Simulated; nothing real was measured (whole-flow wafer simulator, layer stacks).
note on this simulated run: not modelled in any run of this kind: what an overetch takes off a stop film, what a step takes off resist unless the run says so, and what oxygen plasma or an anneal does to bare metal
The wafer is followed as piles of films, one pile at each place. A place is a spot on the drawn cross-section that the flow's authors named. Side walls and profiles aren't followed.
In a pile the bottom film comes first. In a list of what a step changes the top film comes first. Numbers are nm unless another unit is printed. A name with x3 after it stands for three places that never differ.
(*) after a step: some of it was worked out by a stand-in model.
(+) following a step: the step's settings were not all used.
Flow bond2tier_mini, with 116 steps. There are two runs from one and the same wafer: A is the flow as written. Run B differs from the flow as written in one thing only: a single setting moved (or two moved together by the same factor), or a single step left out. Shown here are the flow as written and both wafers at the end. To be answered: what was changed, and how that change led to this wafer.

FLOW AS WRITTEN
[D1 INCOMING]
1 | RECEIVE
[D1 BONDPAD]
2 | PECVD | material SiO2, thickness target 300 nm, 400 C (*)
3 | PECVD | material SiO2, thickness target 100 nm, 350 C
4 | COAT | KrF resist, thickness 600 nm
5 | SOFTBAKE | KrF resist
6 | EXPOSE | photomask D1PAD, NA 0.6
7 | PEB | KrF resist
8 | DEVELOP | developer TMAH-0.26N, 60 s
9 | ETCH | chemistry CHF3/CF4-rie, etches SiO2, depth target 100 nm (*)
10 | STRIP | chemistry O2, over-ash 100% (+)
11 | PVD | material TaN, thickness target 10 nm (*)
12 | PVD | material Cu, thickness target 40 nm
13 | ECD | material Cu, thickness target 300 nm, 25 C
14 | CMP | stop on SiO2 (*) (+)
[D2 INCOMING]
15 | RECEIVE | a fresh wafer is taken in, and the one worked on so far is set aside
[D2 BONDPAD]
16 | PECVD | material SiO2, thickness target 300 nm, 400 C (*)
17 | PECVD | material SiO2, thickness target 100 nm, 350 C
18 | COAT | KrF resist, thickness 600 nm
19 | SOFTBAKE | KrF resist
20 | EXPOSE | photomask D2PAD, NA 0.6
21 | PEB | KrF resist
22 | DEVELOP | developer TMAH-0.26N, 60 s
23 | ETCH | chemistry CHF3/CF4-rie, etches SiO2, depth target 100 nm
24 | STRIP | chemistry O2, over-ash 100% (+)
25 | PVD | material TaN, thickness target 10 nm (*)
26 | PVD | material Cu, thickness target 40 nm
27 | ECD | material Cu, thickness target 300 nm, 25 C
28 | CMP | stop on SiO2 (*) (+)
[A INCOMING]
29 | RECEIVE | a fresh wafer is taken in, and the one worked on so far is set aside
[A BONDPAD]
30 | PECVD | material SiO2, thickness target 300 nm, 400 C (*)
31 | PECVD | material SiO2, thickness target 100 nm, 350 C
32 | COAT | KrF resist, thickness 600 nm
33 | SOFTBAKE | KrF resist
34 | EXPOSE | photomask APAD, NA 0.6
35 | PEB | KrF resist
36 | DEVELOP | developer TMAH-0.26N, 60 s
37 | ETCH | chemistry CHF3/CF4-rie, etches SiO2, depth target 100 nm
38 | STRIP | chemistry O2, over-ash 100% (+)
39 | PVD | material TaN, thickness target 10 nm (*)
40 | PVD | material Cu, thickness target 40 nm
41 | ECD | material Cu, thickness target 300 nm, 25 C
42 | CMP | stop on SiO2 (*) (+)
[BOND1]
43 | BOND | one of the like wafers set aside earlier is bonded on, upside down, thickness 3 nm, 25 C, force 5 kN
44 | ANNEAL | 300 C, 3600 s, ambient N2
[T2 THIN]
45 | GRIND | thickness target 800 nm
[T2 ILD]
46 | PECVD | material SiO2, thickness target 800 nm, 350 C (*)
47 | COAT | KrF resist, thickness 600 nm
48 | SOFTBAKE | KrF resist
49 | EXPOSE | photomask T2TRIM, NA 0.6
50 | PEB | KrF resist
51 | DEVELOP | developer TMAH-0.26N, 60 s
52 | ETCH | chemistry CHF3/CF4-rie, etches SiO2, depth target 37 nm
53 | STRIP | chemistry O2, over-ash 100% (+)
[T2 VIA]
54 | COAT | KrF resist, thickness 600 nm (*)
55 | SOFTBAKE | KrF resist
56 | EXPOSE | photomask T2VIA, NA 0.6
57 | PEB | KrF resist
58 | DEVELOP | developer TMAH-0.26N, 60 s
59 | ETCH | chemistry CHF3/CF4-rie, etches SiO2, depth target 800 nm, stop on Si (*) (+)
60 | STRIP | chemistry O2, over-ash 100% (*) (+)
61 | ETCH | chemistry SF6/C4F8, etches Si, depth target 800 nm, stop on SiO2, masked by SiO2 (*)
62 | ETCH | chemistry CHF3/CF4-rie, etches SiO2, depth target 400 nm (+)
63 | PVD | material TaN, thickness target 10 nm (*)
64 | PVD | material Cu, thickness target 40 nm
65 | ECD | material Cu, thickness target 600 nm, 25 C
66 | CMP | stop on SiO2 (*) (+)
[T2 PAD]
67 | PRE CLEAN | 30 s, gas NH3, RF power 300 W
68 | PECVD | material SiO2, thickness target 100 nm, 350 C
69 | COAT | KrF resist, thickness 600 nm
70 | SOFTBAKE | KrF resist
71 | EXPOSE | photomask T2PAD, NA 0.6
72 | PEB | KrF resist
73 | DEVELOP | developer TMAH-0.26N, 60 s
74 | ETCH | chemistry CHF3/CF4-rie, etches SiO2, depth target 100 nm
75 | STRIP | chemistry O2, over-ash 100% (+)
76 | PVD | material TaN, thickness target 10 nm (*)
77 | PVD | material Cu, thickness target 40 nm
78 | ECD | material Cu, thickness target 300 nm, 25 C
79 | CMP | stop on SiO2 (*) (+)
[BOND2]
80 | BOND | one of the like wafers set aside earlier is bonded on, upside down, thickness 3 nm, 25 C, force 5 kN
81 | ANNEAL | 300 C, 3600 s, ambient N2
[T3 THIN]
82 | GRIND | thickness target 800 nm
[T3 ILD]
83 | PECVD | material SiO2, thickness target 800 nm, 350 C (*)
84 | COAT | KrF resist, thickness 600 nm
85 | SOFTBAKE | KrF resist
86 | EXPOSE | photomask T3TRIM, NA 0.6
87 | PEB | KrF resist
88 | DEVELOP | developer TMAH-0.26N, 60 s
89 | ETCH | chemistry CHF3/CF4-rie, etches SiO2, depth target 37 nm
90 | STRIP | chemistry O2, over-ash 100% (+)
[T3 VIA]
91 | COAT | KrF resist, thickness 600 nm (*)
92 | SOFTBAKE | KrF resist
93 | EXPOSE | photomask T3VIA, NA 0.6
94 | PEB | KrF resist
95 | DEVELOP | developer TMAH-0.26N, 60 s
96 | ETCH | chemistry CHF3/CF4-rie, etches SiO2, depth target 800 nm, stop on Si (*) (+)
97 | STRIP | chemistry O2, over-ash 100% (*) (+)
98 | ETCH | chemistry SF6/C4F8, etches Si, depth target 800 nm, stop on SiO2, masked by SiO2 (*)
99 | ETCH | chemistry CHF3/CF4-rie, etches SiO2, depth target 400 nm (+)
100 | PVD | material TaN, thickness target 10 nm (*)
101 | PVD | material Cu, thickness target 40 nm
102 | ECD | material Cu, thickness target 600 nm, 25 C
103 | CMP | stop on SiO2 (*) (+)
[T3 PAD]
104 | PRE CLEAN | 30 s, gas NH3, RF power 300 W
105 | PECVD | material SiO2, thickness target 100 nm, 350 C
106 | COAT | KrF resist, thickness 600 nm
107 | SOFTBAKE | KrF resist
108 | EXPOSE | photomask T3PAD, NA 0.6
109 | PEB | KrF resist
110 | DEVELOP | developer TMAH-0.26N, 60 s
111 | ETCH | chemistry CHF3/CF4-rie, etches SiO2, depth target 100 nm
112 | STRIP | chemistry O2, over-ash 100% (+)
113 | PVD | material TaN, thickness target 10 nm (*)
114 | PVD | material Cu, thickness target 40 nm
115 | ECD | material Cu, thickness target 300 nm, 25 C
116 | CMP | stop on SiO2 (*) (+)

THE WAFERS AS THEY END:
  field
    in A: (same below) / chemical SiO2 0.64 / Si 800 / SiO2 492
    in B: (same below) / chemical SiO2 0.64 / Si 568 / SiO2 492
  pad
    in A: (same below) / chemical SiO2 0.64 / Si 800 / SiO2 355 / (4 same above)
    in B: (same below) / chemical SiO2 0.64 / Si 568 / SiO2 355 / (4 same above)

The reason: step 82, GRIND: thickness target 568 nm was run, whereas the flow has thickness target 800 nm.
The wafer itself shows it: field has Si 568, and step 82 as written asks for 800 nm.

The path from the change to this, step by step:
  82 | GRIND | thickness target 800 nm
      field, pad: A Si loses 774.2 um | B Si loses 774.43 um
